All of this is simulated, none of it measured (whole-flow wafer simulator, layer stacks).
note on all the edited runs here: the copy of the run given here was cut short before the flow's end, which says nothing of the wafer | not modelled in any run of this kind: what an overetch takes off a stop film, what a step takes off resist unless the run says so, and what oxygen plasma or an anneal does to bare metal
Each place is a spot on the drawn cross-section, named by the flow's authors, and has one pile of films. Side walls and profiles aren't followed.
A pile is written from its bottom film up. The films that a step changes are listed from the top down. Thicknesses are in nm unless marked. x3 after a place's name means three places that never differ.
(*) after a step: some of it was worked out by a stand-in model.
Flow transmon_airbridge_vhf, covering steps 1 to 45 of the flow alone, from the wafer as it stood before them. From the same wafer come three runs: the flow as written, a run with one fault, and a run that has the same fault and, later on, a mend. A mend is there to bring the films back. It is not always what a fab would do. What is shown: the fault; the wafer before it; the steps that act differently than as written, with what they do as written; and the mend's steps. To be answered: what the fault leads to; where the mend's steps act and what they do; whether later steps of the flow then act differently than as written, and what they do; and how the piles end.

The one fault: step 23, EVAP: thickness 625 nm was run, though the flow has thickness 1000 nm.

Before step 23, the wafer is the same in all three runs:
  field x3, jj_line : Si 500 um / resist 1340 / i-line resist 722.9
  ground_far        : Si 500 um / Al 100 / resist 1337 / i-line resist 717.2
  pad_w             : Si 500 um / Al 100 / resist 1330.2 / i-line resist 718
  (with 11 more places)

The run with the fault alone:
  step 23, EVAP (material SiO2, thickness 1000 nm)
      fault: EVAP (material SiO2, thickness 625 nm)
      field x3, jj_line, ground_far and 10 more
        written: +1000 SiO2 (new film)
        fault: +625 SiO2 (new film)
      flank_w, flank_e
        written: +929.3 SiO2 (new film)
        fault: +580.8 SiO2 (new film)
  Steps later in the flow that act otherwise than as written (not shown: 2 more steps that differ only slightly, by at most 2% or 0.5 nm, whichever is larger):
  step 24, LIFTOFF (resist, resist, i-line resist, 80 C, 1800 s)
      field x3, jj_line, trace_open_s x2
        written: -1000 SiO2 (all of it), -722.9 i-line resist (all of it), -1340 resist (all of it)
        fault: -625 SiO2 (all of it), -722.9 i-line resist (all of it), -1340 resist (all of it)
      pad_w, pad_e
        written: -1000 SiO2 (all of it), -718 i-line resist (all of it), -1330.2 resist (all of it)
        fault: -625 SiO2 (all of it), -718 i-line resist (all of it), -1330.2 resist (all of it)
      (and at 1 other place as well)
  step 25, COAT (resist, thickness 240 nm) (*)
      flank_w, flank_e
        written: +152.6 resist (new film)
        fault: +165.8 resist (new film)
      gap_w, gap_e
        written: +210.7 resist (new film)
        fault: +226.7 resist (new film)
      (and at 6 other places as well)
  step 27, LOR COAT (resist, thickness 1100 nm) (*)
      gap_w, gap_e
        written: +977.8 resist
        fault: +1030.6 resist
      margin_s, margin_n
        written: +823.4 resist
        fault: +917.1 resist
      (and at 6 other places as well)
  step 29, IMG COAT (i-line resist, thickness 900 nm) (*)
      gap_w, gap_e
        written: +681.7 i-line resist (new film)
        fault: +773.2 i-line resist (new film)
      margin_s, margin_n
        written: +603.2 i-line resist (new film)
        fault: +721.2 i-line resist (new film)
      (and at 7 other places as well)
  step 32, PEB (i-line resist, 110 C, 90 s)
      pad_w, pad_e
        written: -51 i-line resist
        fault: -49.2 i-line resist
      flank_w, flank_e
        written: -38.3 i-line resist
        fault: -42 i-line resist
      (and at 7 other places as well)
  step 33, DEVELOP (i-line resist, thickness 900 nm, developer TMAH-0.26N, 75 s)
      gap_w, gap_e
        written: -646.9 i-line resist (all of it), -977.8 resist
        fault: -733.6 i-line resist (all of it), -1030.6 resist
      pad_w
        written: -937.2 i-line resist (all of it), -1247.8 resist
        fault: -904.8 i-line resist (all of it), -1188.8 resist
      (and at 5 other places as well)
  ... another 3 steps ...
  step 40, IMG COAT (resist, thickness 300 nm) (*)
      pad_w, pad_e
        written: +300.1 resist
        fault: +290.1 resist
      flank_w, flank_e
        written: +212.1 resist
        fault: +224.4 resist
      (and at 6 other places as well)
  By the end, the piles at pad_w, flank_w, gap_w and 7 more depart from the flow's by more than 2% or 0.5 nm, whichever is larger.
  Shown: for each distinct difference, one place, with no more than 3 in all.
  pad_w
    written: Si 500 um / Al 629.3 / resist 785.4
    fault: Si 500 um / Al 629.7 / resist 753.6
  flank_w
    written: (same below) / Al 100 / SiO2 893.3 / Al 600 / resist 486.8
    fault: (same below) / Al 100 / SiO2 544.9 / Al 600 / resist 530.4
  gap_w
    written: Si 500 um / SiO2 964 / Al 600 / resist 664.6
    fault: Si 500 um / SiO2 589 / Al 600 / resist 696.4

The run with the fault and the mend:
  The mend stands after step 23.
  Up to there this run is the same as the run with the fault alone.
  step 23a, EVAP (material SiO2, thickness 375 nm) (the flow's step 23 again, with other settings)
      field x3, jj_line, ground_far and 10 more
        +375 SiO2
      flank_w, flank_e
        +348.9 SiO2
  None of the later steps of the flow differs from how it acts as written, at any place that is followed, by more than 2% or 0.5 nm, whichever is larger.
  When the end is reached, the piles differ only a little from the flow's at the places that both follow, at most by 2% or 0.5 nm, whichever is larger.
